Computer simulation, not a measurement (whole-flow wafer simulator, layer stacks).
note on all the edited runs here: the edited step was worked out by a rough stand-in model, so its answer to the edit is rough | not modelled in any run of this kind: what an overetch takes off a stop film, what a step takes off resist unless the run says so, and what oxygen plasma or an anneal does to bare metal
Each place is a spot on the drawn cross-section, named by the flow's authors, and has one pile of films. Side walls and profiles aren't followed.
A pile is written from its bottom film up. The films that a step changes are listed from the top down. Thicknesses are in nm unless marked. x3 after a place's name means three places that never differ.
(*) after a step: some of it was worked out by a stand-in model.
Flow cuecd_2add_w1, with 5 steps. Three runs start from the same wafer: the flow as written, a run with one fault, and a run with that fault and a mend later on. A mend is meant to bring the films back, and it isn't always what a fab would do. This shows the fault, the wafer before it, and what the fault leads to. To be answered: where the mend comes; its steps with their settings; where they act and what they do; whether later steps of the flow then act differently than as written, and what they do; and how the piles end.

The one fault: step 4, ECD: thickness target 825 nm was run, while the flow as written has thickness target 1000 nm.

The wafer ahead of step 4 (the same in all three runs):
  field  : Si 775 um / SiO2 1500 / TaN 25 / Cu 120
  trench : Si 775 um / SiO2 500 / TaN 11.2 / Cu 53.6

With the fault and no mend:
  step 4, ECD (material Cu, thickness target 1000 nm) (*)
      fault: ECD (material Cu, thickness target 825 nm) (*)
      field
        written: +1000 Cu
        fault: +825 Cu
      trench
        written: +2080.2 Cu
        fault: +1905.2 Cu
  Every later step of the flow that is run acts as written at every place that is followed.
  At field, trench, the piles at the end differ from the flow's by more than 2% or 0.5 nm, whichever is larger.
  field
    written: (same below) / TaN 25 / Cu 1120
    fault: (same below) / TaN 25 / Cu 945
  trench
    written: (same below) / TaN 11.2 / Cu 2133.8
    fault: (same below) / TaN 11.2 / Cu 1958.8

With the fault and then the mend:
  After step 5 comes the mend.
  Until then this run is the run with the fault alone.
  step 5a, ECD (material Cu, thickness target 175 nm) (a further turn of the flow's step 4, with different settings)
      field, trench
        +175 Cu
  Every later step of the flow that is run acts as written at every place that is followed.
  By the end, the piles equal the flow's at every place that both follow.
